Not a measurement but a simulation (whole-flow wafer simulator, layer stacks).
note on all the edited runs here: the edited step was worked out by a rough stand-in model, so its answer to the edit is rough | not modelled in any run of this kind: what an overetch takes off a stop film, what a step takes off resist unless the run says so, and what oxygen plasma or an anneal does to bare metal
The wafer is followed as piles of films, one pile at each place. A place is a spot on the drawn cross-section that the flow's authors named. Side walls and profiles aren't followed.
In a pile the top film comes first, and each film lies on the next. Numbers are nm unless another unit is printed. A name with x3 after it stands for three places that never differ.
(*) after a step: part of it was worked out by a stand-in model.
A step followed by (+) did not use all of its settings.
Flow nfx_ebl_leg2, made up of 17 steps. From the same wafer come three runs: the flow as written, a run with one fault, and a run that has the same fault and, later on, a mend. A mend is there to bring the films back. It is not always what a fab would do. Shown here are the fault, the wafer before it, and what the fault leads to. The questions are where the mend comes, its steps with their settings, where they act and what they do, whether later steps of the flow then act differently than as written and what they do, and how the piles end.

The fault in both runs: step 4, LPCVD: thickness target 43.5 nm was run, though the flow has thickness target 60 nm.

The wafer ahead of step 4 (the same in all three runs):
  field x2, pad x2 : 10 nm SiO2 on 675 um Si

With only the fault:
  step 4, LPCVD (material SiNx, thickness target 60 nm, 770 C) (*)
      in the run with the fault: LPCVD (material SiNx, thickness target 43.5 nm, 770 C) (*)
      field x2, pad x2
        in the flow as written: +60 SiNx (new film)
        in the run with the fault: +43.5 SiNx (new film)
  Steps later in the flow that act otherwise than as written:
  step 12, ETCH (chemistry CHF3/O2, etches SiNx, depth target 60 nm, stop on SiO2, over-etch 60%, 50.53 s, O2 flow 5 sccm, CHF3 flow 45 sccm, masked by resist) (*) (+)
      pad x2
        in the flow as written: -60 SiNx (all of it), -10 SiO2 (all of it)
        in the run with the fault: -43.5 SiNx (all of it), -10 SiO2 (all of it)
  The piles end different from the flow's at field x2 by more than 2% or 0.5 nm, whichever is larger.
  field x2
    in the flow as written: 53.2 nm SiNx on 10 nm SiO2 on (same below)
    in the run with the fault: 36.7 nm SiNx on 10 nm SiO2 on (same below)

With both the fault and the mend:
  The mend follows step 5.
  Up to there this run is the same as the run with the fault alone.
  step 5a, LPCVD (material SiNx, thickness target 16.5 nm, 770 C) (*) (the flow's step 4 again, with other settings)
      field x2, pad x2
        +16.5 SiNx
  None of the later steps of the flow acts differently than as written at any place that is followed.
  By the end, the piles equal the flow's at every place that both follow.
